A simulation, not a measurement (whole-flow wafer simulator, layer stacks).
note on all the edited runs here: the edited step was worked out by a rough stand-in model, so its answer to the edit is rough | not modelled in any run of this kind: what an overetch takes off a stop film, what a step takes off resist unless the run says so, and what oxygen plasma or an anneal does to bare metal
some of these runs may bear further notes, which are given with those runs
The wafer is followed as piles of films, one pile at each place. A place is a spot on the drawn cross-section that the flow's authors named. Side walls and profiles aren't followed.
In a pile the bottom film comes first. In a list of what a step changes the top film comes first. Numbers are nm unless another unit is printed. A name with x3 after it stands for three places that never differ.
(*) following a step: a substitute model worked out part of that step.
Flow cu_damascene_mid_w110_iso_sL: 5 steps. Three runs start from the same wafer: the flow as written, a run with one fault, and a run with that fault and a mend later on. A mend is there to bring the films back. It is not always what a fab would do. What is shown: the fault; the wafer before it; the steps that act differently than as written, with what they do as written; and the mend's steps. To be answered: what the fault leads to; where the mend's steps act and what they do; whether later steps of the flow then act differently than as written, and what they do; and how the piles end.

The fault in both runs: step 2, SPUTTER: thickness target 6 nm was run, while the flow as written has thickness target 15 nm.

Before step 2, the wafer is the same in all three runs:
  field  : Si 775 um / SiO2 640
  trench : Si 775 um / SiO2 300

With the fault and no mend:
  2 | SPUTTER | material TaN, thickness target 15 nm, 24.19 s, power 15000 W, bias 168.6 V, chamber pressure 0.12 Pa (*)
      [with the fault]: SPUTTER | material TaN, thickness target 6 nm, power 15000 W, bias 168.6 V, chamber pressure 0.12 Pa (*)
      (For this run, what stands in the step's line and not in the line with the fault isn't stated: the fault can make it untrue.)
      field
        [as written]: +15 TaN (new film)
        [with the fault]: +6 TaN (new film)
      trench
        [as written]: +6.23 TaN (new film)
        [with the fault]: +2.49 TaN (new film)
  Steps further on in the flow that do not act as written (not shown: 2 more steps that differ only slightly, by at most 2% or 0.5 nm, whichever is larger):
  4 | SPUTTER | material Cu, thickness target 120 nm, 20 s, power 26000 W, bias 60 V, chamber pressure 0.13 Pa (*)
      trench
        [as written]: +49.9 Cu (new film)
        [with the fault]: +51.4 Cu (new film)
  By the end, the piles at field, trench depart from the flow's by more than 2% or 0.5 nm, whichever is larger.
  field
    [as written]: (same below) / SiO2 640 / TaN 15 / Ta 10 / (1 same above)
    [with the fault]: (same below) / SiO2 640 / TaN 6 / Ta 10 / (1 same above)
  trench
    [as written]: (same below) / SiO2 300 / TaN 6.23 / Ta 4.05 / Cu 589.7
    [with the fault]: (same below) / SiO2 300 / TaN 2.49 / Ta 4.16 / Cu 584.3

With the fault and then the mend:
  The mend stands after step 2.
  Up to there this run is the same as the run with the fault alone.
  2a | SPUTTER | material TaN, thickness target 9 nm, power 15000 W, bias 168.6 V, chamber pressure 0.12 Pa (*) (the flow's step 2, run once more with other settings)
      field
        +9 TaN
      trench
        +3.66 TaN
  Every later step of the flow that is run acts as written, at every place that is followed, to within 2% or 0.5 nm, whichever is larger.
  When the end is reached, the piles differ only a little from the flow's at the places that both follow, at most by 2% or 0.5 nm, whichever is larger.
